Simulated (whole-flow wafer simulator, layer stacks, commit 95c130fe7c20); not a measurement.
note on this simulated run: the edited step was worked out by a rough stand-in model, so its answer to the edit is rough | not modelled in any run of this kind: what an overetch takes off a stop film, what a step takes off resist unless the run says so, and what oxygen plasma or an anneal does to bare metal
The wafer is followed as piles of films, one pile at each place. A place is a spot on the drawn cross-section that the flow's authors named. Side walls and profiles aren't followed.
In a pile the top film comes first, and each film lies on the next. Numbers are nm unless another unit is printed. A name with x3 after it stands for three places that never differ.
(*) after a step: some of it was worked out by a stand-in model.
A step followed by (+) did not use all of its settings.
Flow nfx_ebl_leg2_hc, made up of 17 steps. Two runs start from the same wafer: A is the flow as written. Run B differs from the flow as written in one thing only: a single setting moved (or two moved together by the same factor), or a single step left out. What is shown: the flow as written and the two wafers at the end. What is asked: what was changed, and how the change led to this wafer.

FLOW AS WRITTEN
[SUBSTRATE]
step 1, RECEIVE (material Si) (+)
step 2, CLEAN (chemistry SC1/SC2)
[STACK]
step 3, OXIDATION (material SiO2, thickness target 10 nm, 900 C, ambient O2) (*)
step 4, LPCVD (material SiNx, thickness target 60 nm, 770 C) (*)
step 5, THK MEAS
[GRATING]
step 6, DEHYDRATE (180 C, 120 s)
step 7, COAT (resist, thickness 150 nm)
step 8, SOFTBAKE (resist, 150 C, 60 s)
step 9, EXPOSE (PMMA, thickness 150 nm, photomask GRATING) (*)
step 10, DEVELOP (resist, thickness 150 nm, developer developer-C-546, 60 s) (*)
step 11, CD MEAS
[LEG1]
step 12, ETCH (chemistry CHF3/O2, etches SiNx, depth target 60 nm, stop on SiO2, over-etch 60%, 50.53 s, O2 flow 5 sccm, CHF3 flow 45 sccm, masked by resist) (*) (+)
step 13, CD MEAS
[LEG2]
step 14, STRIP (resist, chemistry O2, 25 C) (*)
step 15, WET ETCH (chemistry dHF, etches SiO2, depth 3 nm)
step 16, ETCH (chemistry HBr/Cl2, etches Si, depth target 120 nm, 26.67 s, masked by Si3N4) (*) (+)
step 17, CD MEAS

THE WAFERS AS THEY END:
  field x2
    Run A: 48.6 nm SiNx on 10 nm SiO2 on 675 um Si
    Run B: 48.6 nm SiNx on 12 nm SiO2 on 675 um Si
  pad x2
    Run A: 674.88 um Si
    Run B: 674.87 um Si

The reason: step 3, OXIDATION: thickness target 12 nm was run, though the flow has thickness target 10 nm.
The wafer lets one read it off: field x2 has SiO2 12, and step 3 as written asks for 10 nm.

Step by step, how the change led to this:
  step 3, OXIDATION (material SiO2, thickness target 10 nm, 900 C, ambient O2) (*)
      field x2, pad x2: A SiO2 gains 10 (new film), chemical SiO2 loses 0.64 (all of it), Si loses 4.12 | B SiO2 gains 12 (new film), chemical SiO2 loses 0.64 (all of it), Si loses 5
  step 12, ETCH (chemistry CHF3/O2, etches SiNx, depth target 60 nm, stop on SiO2, over-etch 60%, 50.53 s, O2 flow 5 sccm, CHF3 flow 45 sccm, masked by resist) (*) (+)
      pad x2: A SiNx loses 60 (all of it), SiO2 loses 10 (all of it) | B SiNx loses 60 (all of it), SiO2 loses 12 (all of it)
